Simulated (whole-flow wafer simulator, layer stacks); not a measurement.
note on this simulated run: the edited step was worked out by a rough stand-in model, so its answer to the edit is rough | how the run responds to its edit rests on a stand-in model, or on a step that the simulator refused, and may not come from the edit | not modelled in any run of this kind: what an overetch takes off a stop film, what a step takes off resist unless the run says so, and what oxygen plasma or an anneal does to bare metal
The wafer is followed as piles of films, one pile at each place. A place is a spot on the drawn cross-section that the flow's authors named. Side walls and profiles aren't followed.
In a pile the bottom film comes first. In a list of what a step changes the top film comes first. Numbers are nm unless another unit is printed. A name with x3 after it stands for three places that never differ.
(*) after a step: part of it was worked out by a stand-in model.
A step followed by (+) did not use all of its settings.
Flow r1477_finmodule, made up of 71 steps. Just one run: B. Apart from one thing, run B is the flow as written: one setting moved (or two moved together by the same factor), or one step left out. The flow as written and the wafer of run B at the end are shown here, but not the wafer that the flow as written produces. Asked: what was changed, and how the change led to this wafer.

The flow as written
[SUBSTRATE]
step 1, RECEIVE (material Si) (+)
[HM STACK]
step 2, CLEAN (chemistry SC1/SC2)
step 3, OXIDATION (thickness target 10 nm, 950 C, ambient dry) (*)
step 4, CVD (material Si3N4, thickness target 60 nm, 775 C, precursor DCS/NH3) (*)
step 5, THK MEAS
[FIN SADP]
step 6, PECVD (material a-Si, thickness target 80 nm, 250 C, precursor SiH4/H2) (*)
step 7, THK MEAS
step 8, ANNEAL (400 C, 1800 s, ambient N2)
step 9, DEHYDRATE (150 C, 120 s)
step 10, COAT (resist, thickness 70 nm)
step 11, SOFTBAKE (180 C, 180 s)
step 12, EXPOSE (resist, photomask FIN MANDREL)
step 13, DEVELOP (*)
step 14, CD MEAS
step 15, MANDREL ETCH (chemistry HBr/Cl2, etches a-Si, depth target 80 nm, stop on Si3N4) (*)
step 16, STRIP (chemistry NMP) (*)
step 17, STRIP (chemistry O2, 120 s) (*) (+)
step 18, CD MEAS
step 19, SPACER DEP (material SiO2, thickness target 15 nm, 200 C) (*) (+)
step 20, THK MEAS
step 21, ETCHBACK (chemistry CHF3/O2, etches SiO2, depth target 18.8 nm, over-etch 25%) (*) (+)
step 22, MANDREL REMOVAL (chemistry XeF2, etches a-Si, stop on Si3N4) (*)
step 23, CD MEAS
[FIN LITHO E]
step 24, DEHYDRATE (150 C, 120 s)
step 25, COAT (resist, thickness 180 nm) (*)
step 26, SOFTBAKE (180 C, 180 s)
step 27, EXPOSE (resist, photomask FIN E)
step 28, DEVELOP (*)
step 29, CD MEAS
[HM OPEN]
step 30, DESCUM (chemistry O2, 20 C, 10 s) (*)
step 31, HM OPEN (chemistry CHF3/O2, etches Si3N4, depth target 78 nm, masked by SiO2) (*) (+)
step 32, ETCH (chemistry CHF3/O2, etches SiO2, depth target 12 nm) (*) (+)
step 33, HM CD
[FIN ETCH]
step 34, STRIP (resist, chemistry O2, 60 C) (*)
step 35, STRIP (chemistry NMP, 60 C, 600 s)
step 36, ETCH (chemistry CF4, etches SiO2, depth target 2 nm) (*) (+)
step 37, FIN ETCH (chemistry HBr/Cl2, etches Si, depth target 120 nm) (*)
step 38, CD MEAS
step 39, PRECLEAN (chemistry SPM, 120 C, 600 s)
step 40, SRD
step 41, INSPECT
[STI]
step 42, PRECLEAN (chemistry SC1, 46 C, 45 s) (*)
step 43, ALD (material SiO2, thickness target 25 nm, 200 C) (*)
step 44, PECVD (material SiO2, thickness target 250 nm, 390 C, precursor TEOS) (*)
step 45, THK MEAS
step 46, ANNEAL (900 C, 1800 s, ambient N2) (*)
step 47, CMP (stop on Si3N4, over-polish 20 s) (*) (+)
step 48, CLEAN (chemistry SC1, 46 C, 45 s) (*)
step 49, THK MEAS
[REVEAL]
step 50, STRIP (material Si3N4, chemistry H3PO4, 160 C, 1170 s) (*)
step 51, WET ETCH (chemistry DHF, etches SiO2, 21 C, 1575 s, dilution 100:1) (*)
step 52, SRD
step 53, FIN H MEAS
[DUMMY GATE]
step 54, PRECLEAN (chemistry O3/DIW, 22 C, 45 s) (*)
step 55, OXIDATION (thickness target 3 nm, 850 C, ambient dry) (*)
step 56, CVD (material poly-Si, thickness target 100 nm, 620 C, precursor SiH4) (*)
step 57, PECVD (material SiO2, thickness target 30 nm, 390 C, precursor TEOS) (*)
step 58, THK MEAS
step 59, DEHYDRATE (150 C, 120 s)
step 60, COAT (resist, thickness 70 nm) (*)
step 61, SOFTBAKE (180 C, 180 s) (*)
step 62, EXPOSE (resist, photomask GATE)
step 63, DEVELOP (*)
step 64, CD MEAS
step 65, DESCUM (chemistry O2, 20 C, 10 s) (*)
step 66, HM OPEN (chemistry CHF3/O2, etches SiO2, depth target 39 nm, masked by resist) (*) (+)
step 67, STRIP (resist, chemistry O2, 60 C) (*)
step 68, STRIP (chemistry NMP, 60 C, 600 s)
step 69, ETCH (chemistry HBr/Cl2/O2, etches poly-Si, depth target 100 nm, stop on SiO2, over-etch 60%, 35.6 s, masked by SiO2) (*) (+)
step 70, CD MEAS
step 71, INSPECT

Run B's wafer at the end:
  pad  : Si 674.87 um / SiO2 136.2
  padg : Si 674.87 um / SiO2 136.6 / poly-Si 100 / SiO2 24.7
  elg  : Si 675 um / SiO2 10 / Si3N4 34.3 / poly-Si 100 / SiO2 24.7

The reason: step 51, WET ETCH: 961 s was run, though the flow has 1575 s.

The path from the change to this, step by step:
  step 51, WET ETCH (chemistry DHF, etches SiO2, 21 C, 1575 s, dilution 100:1) (*)
      pad, padg, e40sg and 12 more: SiO2 loses 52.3 (as written it would have been: SiO2 loses 85.7)
      elg, e40lg, e100lg, e200lg, elo, e40lo, e100lo, e200lo: SiO2 loses 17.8 (all of it), Si3N4 loses 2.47 (as written it would have been: SiO2 loses 17.8 (all of it), Si3N4 loses 4.97)
      (as well as at 7 more places)
  step 56, CVD (material poly-Si, thickness target 100 nm, 620 C, precursor SiH4) (*)
      s40sg_line, s45sg_line, s50sg_line, s40so_line, s45so_line, s50so_line: poly-Si gains 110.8 (new film) (as written it would have been: poly-Si gains 100 (new film))
      s40cg, s40co: poly-Si gains 100 (new film) (as written it would have been: poly-Si gains 113.9 (new film))
      (as well as at 5 more places)
  step 60, COAT (resist, thickness 70 nm) (*)
      e40lg, e100lg, elo, e40lo, e100lo: resist gains 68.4 (new film) (as written it would have been: resist gains 66.9 (new film))
      e40sg, eso, e40so: resist gains 100.2 (new film) (as written it would have been: resist gains 129.5 (new film))
      (as well as at 22 more places)
  step 63, DEVELOP (*)
      elo, e40lo, e100lo: resist loses 68.4 (all of it) (as written it would have been: resist loses 66.9 (all of it))
      eso, e40so: resist loses 100.2 (all of it) (as written it would have been: resist loses 129.5 (all of it))
      (as well as at 11 more places)
  step 67, STRIP (resist, chemistry O2, 60 C) (*)
      e40lg, e100lg: resist loses 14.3 (all of it) (as written it would have been: resist loses 12.8 (all of it))
      e40sg: resist loses 46 (all of it) (as written it would have been: resist loses 75.4 (all of it))
      (as well as at 12 more places)
  step 69, ETCH (chemistry HBr/Cl2/O2, etches poly-Si, depth target 100 nm, stop on SiO2, over-etch 60%, 35.6 s, masked by SiO2) (*) (+)
      s40so_line, s45so_line, s50so_line: chemical SiO2 loses 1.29 (all of it), poly-Si loses 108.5 (all of it), SiO2 loses 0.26 (as written it would have been: chemical SiO2 loses 1.46 (all of it), poly-Si loses 97.6 (all of it), SiO2 loses 0.42)
      s40co: chemical SiO2 loses 1.29 (all of it), poly-Si loses 97.6 (all of it), SiO2 loses 0.42 (as written it would have been: chemical SiO2 loses 1.46 (all of it), poly-Si loses 111.5 (all of it), SiO2 loses 0.24)
      (as well as at 2 more places)
